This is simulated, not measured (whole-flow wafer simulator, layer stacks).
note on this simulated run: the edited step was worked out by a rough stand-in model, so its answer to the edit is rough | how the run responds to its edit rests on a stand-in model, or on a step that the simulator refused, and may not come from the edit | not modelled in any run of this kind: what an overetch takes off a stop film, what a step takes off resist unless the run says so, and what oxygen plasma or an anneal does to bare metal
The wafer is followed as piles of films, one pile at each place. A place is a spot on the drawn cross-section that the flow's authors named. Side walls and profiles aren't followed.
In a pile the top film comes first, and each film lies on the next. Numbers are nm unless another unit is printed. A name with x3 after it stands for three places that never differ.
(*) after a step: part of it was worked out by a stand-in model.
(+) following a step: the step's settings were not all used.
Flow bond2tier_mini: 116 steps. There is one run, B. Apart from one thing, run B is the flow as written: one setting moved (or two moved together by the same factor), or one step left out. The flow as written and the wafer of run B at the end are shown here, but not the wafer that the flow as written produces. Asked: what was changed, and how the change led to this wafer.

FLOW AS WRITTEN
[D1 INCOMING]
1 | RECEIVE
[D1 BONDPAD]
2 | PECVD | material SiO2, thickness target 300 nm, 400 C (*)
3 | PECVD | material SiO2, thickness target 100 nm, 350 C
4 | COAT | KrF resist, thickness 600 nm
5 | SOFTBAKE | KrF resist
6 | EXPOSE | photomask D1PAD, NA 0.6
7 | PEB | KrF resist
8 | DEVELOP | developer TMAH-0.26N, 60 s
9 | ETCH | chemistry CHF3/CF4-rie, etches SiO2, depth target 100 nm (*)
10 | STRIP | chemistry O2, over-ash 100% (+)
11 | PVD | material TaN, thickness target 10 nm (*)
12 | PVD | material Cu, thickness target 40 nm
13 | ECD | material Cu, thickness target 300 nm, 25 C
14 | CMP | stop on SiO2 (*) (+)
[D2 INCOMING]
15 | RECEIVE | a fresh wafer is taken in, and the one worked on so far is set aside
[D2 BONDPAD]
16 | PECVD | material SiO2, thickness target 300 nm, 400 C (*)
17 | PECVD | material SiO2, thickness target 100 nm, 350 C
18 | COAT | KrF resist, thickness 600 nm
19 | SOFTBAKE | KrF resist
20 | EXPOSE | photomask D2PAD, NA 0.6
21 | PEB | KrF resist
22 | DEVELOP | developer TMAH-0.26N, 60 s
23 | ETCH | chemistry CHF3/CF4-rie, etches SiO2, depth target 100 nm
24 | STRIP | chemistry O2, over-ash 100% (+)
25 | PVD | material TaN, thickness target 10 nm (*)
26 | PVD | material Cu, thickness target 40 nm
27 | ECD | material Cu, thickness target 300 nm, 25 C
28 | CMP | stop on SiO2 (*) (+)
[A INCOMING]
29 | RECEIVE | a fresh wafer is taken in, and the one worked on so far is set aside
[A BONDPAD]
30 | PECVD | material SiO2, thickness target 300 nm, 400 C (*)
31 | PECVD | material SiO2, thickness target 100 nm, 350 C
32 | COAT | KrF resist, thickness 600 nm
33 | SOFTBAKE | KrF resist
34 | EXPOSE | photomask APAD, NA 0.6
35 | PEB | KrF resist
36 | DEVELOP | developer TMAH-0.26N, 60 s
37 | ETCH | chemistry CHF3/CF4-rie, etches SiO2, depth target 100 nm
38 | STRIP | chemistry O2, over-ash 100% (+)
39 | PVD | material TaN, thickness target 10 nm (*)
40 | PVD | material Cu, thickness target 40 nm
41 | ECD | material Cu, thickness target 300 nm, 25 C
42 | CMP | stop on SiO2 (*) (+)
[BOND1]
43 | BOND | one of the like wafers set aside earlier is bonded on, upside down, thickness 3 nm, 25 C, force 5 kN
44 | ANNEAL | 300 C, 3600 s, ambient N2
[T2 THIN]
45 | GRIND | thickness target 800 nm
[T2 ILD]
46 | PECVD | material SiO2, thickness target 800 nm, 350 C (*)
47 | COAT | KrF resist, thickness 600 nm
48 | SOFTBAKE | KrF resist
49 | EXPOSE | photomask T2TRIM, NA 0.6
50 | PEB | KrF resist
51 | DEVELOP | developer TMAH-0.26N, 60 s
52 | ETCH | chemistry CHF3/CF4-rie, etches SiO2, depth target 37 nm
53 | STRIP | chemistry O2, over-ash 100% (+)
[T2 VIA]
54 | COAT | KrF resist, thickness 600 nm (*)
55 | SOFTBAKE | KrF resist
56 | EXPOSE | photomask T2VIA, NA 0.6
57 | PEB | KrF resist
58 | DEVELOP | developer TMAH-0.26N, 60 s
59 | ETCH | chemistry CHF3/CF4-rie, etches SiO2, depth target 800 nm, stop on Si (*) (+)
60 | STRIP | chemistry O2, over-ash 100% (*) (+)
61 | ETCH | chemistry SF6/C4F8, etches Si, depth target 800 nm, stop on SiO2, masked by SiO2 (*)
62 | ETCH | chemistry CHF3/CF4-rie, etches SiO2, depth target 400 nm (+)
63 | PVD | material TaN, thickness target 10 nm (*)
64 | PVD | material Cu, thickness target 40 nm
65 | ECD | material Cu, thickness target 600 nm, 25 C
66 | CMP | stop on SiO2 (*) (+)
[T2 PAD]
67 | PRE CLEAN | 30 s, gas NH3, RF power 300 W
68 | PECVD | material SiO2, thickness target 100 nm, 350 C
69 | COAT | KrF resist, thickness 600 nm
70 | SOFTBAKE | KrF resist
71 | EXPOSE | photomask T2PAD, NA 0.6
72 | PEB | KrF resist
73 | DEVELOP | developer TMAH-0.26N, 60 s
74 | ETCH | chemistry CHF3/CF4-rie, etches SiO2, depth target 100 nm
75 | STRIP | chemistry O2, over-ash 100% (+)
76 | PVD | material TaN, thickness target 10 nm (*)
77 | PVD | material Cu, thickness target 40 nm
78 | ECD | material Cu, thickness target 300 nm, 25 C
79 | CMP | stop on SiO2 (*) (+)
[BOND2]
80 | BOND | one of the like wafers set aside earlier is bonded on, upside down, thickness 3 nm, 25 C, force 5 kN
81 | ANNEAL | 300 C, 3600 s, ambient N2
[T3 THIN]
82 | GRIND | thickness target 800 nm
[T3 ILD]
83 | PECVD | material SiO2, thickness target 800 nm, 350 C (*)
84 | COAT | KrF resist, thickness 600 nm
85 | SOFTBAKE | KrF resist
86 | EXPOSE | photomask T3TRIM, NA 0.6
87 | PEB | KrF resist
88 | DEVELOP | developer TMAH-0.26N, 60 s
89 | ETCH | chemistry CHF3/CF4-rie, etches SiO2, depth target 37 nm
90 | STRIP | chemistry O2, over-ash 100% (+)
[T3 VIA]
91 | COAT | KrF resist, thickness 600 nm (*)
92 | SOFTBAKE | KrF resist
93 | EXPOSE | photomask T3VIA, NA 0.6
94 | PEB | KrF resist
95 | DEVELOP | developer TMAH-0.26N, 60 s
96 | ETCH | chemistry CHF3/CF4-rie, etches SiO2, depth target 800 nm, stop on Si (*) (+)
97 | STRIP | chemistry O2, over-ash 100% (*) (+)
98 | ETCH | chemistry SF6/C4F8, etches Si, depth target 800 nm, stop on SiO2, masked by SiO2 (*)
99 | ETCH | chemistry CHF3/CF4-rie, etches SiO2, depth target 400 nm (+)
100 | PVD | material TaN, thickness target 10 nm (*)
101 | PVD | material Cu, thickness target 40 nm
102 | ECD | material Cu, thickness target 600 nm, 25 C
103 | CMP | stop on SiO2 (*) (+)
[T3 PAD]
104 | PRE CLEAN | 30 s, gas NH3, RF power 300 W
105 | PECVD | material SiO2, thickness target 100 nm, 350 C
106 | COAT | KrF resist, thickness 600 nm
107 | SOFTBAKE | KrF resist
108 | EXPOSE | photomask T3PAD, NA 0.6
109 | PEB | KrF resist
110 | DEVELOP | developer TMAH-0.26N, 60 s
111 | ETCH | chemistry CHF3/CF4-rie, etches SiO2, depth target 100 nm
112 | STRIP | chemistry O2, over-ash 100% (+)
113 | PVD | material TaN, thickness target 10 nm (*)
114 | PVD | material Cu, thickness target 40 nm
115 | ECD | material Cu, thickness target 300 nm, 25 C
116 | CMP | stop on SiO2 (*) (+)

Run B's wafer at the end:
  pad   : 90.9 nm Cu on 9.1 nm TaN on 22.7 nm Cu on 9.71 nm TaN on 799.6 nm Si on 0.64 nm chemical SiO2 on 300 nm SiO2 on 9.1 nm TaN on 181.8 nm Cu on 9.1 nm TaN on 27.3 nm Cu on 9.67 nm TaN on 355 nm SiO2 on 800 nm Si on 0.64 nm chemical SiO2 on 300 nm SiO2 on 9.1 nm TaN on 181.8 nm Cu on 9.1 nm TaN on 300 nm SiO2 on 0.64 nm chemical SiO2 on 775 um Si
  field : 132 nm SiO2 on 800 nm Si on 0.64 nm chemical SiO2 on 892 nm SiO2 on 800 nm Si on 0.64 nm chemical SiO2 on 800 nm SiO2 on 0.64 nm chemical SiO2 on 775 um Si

The reason: step 83, PECVD: thickness target 440 nm was run, though the flow has thickness target 800 nm.

How this came from the change, step by step:
  83 | PECVD | material SiO2, thickness target 800 nm, 350 C (*)
      field, pad: SiO2 gains 440 (new film) (as written it would have been: SiO2 gains 800 (new film))
  96 | ETCH | chemistry CHF3/CF4-rie, etches SiO2, depth target 800 nm, stop on Si (*) (+)
      field, pad: KrF resist loses 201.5 (as written it would have been: KrF resist loses 266.7)
  97 | STRIP | chemistry O2, over-ash 100% (*) (+)
      field: KrF resist loses 369.1 (all of it) (as written it would have been: KrF resist loses 303.9 (all of it))
      pad: KrF resist loses 401.1 (all of it) (as written it would have been: KrF resist loses 336 (all of it))
  99 | ETCH | chemistry CHF3/CF4-rie, etches SiO2, depth target 400 nm (+)
      pad: SiO2 loses 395 (all of it), Si loses 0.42 (as written it would have been: SiO2 loses 400)
